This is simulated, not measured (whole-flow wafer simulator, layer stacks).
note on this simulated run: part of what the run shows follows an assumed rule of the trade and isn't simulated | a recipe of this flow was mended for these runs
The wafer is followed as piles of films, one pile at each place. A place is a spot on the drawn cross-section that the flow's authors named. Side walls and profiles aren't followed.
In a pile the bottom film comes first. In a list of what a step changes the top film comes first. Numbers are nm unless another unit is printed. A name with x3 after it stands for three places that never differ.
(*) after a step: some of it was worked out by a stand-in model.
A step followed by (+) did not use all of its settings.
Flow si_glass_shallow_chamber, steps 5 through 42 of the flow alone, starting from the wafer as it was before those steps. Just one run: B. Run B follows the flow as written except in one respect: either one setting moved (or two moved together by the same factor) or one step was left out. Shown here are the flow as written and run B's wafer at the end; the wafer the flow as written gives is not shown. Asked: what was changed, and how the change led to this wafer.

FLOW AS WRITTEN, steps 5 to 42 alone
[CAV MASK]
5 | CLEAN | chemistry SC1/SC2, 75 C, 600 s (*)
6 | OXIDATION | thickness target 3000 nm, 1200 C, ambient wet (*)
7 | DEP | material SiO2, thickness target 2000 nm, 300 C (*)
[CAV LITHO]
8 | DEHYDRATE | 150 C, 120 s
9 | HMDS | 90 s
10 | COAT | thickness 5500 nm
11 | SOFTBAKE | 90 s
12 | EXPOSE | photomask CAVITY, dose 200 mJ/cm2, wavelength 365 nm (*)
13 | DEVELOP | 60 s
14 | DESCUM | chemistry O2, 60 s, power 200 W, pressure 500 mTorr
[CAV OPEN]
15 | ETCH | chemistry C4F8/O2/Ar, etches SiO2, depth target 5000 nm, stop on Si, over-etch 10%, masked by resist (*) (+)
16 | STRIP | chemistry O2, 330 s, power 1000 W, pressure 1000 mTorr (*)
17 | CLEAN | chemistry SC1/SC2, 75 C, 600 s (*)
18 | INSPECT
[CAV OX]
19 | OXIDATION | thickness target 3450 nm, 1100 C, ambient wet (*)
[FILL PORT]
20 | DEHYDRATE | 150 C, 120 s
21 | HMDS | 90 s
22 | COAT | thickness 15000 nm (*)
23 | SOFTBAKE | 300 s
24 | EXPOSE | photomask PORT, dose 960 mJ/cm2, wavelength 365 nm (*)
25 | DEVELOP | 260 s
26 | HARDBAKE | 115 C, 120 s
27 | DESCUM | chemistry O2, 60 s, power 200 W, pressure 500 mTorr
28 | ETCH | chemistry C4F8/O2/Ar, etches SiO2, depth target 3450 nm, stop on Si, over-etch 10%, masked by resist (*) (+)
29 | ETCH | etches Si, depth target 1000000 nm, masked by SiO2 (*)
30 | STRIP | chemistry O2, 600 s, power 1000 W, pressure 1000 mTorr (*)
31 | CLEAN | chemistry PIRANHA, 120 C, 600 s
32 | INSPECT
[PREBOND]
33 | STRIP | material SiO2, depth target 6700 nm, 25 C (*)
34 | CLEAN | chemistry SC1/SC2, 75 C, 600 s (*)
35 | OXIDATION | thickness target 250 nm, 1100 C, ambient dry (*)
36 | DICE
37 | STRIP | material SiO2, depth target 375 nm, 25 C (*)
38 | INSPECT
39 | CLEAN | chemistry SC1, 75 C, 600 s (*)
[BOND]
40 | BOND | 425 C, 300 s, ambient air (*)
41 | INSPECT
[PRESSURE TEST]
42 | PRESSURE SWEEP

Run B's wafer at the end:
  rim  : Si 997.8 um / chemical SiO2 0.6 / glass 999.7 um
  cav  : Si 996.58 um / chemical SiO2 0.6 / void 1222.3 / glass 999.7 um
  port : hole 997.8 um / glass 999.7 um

What caused this: step 6, OXIDATION: thickness target 3720 nm was run, though the flow has thickness target 3000 nm; step 15, ETCH: depth target 6200 nm was run, where the flow has depth target 5000 nm.

How this came from the change, step by step:
  6 | OXIDATION | thickness target 3000 nm, 1200 C, ambient wet (*)
      rim, ramp, cav, port, septum, ring: +3720 SiO2 (new film), -0.6 chemical SiO2 (all of it), -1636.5 Si (it would be, as written: +3000 SiO2 (new film), -0.6 chemical SiO2 (all of it), -1319.7 Si)
  15 | ETCH | chemistry C4F8/O2/Ar, etches SiO2, depth target 5000 nm, stop on Si, over-etch 10%, masked by resist (*) (+)
      rim, ramp, septum, ring: -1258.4 thick-i-line-resist (it would be, as written: -1100 thick-i-line-resist)
      cav, port: -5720 SiO2 (all of it), -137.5 Si (it would be, as written: -5000 SiO2 (all of it), -62.5 Si)
  16 | STRIP | chemistry O2, 330 s, power 1000 W, pressure 1000 mTorr (*)
      rim, ramp, septum, ring: -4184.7 thick-i-line-resist (all of it) (it would be, as written: -4343.1 thick-i-line-resist (all of it))
  19 | OXIDATION | thickness target 3450 nm, 1100 C, ambient wet (*)
      rim, ramp, septum, ring: +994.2 SiO2, -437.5 Si (it would be, as written: +1110.9 SiO2, -488.8 Si)
  22 | COAT | thickness 15000 nm (*)
      rim: +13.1 um thick-i-line-resist (new film) (it would be, as written: +13.4 um thick-i-line-resist (new film))
      ramp: +12.5 um thick-i-line-resist (new film) (it would be, as written: +12.89 um thick-i-line-resist (new film))
      (and at 4 other places as well)
  23 | SOFTBAKE | 300 s
      rim: -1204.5 thick-i-line-resist (it would be, as written: -997 thick-i-line-resist)
      ramp: -598.6 thick-i-line-resist (it would be, as written: -487.1 thick-i-line-resist)
      (and at 4 other places as well)
  25 | DEVELOP | 260 s
      port: -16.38 um thick-i-line-resist (all of it) (it would be, as written: -16.16 um thick-i-line-resist (all of it))
  26 | HARDBAKE | 115 C, 120 s
      rim, ramp: -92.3 thick-i-line-resist (it would be, as written: -98.2 thick-i-line-resist)
      cav: -150.2 thick-i-line-resist (it would be, as written: -147.1 thick-i-line-resist)
  29 | ETCH | etches Si, depth target 1000000 nm, masked by SiO2 (*)
      rim, ramp: -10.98 um thick-i-line-resist (all of it), -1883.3 SiO2 (it would be, as written: -11.47 um thick-i-line-resist (all of it), -1617.3 SiO2)
      port: +996.66 um hole (new film), -996.66 um Si (all of it) (it would be, as written: +997.05 um hole (new film), -997.05 um Si (all of it))
      (and at 2 other places as well)
  30 | STRIP | chemistry O2, 600 s, power 1000 W, pressure 1000 mTorr (*)
      cav: -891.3 thick-i-line-resist (all of it) (it would be, as written: -669.6 thick-i-line-resist (all of it))
  33 | STRIP | material SiO2, depth target 6700 nm, 25 C (*)
      rim, ramp: -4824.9 SiO2 (all of it) (it would be, as written: -4487.5 SiO2 (all of it))
      septum: -6312.9 SiO2 (all of it) (it would be, as written: -5732.1 SiO2 (all of it))
      (and at 1 other place as well)
  40 | BOND | 425 C, 300 s, ambient air (*)
      cav: +999.7 um glass (new film), +1222.3 void (new film) (it would be, as written: +999.7 um glass (new film), +1095.9 void (new film))
      port: +999.7 um glass (new film), +1143.6 hole (it would be, as written: +999.7 um glass (new film), +1017.3 hole)
